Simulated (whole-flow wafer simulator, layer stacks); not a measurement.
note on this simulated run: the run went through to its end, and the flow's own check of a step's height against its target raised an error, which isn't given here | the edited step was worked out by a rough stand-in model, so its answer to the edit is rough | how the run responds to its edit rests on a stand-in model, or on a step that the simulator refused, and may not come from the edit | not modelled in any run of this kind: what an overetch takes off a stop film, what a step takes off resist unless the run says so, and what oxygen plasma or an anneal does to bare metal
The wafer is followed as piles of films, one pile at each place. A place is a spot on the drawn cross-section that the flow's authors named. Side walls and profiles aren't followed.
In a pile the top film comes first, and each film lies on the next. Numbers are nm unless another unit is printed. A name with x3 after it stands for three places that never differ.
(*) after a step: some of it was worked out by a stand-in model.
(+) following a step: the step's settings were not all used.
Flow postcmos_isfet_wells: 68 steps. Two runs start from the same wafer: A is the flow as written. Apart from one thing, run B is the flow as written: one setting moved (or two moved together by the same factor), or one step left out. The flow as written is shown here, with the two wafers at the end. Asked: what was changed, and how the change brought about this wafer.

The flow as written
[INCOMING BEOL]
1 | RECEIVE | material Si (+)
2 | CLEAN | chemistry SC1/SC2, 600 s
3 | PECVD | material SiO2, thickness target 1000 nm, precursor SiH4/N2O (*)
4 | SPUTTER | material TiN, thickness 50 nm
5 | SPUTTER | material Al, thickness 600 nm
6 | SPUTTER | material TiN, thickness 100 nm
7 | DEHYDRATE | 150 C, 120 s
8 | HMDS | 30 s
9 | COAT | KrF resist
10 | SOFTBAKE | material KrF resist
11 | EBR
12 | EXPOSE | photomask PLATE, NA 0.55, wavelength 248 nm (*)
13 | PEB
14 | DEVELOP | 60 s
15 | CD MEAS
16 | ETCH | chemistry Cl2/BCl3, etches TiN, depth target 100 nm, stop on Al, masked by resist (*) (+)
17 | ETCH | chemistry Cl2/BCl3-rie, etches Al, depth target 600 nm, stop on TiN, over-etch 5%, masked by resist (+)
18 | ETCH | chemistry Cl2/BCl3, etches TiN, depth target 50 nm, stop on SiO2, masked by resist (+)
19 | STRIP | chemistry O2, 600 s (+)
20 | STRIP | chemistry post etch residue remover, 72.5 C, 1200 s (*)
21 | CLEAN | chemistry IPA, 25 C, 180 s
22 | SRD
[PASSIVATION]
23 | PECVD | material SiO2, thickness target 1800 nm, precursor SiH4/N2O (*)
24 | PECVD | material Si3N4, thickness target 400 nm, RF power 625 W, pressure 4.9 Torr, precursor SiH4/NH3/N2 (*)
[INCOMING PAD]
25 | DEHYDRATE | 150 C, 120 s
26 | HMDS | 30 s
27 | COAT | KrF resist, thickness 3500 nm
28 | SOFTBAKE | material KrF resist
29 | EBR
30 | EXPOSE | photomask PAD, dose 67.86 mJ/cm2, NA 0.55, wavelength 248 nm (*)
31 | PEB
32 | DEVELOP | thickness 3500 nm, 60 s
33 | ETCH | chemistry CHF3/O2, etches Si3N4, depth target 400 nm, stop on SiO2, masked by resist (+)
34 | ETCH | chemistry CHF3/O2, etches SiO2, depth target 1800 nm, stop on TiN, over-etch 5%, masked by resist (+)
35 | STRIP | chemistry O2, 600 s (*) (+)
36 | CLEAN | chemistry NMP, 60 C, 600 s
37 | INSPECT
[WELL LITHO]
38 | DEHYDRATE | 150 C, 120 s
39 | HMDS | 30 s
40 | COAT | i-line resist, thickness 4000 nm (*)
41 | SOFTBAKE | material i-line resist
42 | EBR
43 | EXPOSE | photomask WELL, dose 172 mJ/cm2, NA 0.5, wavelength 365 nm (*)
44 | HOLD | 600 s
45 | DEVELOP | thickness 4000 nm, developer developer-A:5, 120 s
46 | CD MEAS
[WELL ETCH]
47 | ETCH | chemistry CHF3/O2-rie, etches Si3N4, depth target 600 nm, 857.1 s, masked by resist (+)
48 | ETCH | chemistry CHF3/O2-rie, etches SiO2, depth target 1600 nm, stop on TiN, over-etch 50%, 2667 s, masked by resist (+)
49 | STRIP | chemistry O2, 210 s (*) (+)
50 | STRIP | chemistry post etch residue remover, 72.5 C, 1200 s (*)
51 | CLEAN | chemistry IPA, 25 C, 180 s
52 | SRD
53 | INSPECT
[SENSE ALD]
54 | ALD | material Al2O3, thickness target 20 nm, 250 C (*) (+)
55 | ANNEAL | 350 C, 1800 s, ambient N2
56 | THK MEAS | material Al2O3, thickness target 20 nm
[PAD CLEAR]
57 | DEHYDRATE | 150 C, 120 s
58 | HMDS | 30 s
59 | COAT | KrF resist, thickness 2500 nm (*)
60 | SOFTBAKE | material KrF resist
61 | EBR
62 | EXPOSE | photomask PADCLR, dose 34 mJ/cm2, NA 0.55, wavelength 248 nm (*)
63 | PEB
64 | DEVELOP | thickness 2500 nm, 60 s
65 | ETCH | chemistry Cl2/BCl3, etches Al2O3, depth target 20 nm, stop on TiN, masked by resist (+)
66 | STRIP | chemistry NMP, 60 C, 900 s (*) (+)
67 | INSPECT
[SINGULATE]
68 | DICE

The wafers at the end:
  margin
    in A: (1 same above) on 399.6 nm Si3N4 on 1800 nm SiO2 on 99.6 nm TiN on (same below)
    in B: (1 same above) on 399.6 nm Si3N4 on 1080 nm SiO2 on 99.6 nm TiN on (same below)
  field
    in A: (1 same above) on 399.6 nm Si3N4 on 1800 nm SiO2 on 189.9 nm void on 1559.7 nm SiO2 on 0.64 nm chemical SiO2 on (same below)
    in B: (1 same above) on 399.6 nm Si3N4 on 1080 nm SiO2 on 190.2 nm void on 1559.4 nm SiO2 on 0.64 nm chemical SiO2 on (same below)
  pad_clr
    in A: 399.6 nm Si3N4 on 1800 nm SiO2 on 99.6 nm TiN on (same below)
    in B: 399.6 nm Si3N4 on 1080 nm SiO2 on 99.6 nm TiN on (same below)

The reason: step 23, PECVD: thickness target 1080 nm was run, while the flow as written has thickness target 1800 nm.
The wafer lets one read it off: margin has SiO2 1080, and step 23 as written asks for 1800 nm.

The path from the change to this, step by step:
  23 | PECVD | material SiO2, thickness target 1800 nm, precursor SiH4/N2O (*)
      margin, well900, well1300 x3, pad_rim, pad_clr, pad_open: A SiO2 gains 1800 (new film) | B SiO2 gains 1080 (new film)
      field: A SiO2 gains 1800 (new film), void gains 189.9 (new film), SiO2 gains 559.7 | B SiO2 gains 1080 (new film), void gains 190.2 (new film), SiO2 gains 559.4
  34 | ETCH | chemistry CHF3/O2, etches SiO2, depth target 1800 nm, stop on TiN, over-etch 5%, masked by resist (+)
      field, margin, well900, well1300 x3, pad_rim, pad_clr: A KrF resist loses 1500 | B KrF resist loses 945
      pad_open: A SiO2 loses 1800 (all of it) | B SiO2 loses 1080 (all of it)
  35 | STRIP | chemistry O2, 600 s (*) (+)
      field, margin, well900, well1300 x3, pad_rim, pad_clr: A KrF resist loses 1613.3 (all of it) | B KrF resist loses 2168.3 (all of it)
  40 | COAT | i-line resist, thickness 4000 nm (*)
      pad_clr: A i-line resist gains 3256.8 (new film) | B i-line resist gains 3486.2 (new film)
      pad_open: A i-line resist gains 4804.7 (new film) | B i-line resist gains 4545 (new film)
  41 | SOFTBAKE | material i-line resist
      pad_clr: A i-line resist loses 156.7 | B i-line resist loses 89.5
      pad_open: A i-line resist gains 115.3 | B i-line resist gains 81.4
  48 | ETCH | chemistry CHF3/O2-rie, etches SiO2, depth target 1600 nm, stop on TiN, over-etch 50%, 2667 s, masked by resist (+)
      well900, well1300 x3: A SiO2 loses 1600 (all of it) | B SiO2 loses 880 (all of it)
  49 | STRIP | chemistry O2, 210 s (*) (+)
      pad_clr: A i-line resist loses 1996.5 (all of it) | B i-line resist loses 2293.1 (all of it)
      pad_open: A i-line resist loses 3816.3 (all of it) | B i-line resist loses 3522.7 (all of it)
  59 | COAT | KrF resist, thickness 2500 nm (*)
      field: A KrF resist gains 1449 (new film) | B KrF resist gains 1792.9 (new film)
      margin: A KrF resist gains 1448.9 (new film) | B KrF resist gains 1792.9 (new film)
      (as well as at 3 more places)
  60 | SOFTBAKE | material KrF resist
      pad_clr: A KrF resist loses 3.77 | B KrF resist loses 2.92
  63 | PEB
      field, margin: A KrF resist loses 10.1 | B KrF resist loses 12.6
      pad_rim: A KrF resist loses 13.9 | B KrF resist loses 15.1
      (as well as at 2 more places)
  64 | DEVELOP | thickness 2500 nm, 60 s
      pad_clr: A KrF resist loses 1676 (all of it) | B KrF resist loses 1923.5 (all of it)
      pad_open: A KrF resist loses 3045.1 (all of it) | B KrF resist loses 2861.9 (all of it)
  66 | STRIP | chemistry NMP, 60 C, 900 s (*) (+)
      field, margin: A KrF resist loses 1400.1 (all of it) | B KrF resist loses 1741.6 (all of it)
      pad_rim: A KrF resist loses 1923.7 (all of it) | B KrF resist loses 2089.5 (all of it)
